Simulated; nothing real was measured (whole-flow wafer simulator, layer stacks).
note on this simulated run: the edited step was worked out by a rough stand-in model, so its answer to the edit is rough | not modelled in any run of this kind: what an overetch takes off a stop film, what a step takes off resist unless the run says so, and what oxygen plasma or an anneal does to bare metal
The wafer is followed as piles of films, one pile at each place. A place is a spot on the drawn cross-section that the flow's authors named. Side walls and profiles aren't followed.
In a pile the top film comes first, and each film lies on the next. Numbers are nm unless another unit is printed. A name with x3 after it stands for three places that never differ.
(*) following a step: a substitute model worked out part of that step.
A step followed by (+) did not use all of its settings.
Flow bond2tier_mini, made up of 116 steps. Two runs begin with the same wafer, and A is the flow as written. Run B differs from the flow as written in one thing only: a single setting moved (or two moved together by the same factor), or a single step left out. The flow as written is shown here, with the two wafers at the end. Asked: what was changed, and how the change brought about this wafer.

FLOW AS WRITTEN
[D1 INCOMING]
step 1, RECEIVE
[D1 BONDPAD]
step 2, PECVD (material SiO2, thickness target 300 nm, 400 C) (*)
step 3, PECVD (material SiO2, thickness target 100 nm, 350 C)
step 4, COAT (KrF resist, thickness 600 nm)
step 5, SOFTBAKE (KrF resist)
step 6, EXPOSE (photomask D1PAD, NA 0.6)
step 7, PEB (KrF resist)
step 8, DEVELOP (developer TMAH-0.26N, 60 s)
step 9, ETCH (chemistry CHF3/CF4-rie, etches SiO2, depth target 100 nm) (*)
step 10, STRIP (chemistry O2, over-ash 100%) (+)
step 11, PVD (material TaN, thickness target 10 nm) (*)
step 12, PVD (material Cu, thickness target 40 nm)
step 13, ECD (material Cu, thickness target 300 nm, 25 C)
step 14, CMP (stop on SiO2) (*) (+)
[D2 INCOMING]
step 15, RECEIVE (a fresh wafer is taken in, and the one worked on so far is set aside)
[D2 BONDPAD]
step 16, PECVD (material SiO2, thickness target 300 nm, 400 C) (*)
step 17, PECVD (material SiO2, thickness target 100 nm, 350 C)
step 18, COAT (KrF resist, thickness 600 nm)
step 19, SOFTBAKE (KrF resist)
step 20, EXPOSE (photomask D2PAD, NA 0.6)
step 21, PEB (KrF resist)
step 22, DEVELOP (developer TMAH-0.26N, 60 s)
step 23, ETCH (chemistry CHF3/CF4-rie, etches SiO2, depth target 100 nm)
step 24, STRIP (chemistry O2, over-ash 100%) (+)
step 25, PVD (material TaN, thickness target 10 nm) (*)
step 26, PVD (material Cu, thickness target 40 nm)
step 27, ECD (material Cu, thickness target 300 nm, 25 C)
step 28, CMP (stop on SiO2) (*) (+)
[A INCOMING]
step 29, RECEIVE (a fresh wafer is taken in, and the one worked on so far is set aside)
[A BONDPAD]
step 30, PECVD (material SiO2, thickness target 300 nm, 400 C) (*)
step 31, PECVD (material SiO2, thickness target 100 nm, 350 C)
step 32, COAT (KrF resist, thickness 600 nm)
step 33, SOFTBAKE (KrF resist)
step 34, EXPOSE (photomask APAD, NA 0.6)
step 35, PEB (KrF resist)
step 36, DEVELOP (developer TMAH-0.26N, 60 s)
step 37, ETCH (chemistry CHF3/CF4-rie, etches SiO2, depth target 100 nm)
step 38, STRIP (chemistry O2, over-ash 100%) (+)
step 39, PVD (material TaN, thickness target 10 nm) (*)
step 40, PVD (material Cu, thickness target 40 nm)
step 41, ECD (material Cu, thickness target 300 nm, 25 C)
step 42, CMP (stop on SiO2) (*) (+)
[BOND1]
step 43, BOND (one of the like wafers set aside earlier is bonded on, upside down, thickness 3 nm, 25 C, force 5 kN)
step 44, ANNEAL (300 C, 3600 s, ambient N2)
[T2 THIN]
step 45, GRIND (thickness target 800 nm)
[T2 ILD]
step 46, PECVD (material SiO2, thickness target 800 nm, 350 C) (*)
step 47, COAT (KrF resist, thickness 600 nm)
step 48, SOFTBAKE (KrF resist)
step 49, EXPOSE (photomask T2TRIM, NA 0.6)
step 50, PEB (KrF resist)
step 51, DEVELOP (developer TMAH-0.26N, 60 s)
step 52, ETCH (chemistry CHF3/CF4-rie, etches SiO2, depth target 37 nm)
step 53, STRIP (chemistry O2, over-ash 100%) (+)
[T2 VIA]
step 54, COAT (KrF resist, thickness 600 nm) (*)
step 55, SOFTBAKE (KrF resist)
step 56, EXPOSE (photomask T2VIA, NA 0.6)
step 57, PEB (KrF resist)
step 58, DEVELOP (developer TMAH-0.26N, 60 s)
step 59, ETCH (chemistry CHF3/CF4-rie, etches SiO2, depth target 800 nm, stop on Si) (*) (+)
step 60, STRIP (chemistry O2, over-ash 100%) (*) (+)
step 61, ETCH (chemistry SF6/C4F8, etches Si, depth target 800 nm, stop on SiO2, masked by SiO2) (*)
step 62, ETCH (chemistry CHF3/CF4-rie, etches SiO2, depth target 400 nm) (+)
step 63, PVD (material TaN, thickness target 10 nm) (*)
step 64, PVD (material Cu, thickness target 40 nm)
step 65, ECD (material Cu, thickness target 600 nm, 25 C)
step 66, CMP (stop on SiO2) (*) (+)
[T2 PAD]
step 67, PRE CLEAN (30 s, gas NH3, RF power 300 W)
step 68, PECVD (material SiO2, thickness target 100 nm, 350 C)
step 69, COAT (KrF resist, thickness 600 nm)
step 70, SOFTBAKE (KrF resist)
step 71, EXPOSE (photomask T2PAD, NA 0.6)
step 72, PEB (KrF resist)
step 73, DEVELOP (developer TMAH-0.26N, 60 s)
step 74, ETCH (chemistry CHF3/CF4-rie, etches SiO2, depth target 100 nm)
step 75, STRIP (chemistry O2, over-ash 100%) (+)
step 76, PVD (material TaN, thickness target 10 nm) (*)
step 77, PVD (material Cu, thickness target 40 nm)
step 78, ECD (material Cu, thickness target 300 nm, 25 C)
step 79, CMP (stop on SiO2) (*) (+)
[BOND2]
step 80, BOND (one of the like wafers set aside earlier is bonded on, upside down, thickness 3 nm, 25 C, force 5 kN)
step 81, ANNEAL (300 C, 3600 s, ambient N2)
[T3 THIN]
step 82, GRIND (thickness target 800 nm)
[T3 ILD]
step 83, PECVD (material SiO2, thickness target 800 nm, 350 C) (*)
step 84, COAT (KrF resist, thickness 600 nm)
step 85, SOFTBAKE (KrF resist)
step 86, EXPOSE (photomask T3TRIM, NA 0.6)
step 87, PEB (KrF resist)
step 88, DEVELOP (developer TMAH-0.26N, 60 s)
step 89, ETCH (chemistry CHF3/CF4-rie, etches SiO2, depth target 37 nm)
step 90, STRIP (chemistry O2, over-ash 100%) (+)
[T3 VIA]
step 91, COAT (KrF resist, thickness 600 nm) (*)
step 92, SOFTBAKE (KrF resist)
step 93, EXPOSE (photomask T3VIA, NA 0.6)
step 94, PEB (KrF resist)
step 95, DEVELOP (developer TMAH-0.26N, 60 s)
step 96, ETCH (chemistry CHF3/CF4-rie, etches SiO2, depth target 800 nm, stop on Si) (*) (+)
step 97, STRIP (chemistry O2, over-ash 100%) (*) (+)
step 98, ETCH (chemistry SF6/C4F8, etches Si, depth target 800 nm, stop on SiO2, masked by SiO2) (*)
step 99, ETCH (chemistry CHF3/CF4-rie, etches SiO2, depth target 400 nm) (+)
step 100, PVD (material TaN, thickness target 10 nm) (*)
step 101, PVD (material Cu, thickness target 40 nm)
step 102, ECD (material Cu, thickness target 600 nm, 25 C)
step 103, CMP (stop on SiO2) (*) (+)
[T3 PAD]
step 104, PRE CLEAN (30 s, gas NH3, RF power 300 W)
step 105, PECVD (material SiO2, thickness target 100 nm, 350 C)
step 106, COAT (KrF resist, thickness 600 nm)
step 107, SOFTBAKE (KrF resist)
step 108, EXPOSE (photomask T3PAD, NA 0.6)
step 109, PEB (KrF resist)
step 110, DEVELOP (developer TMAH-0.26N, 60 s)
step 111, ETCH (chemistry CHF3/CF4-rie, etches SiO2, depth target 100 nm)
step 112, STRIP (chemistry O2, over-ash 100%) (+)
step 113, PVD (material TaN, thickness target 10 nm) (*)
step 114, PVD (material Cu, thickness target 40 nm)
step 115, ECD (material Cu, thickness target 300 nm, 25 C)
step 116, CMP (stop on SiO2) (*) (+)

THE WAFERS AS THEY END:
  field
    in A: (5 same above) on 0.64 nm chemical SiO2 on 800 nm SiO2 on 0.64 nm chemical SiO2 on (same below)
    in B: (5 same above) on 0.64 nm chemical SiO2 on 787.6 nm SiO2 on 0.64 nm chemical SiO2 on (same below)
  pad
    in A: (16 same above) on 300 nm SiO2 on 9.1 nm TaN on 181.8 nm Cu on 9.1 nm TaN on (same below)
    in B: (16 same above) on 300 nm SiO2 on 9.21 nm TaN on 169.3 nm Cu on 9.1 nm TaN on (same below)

Cause: step 3, PECVD: thickness target 87.6 nm was run, whereas the flow has thickness target 100 nm; step 9, ETCH: depth target 87.6 nm was run, where the flow has depth target 100 nm.

How this came from the change, step by step:
  step 3, PECVD (material SiO2, thickness target 100 nm, 350 C)
      field, pad, via: A +100 SiO2 | B +87.6 SiO2
  step 9, ETCH (chemistry CHF3/CF4-rie, etches SiO2, depth target 100 nm) (*)
      pad, via: A -100 SiO2 | B -87.6 SiO2
      field: A -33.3 KrF resist | B -29.2 KrF resist
  step 13, ECD (material Cu, thickness target 300 nm, 25 C)
      pad: A +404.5 Cu | B +391.5 Cu
      via: A +400.2 Cu | B +387.7 Cu
  step 43, BOND (one of the like wafers set aside earlier is bonded on, upside down, thickness 3 nm, 25 C, force 5 kN)
      field: A +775 um Si (new film), +0.64 chemical SiO2 (new film), +400 SiO2 | B +775 um Si (new film), +0.64 chemical SiO2 (new film), +387.6 SiO2
      pad: A +775 um Si (new film), +0.64 chemical SiO2 (new film), +300 SiO2 (new film), +9.1 TaN (new film), +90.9 Cu | B +775 um Si (new film), +0.64 chemical SiO2 (new film), +300 SiO2 (new film), +9.21 TaN (new film), +78.4 Cu
      (as well as at 1 more place)
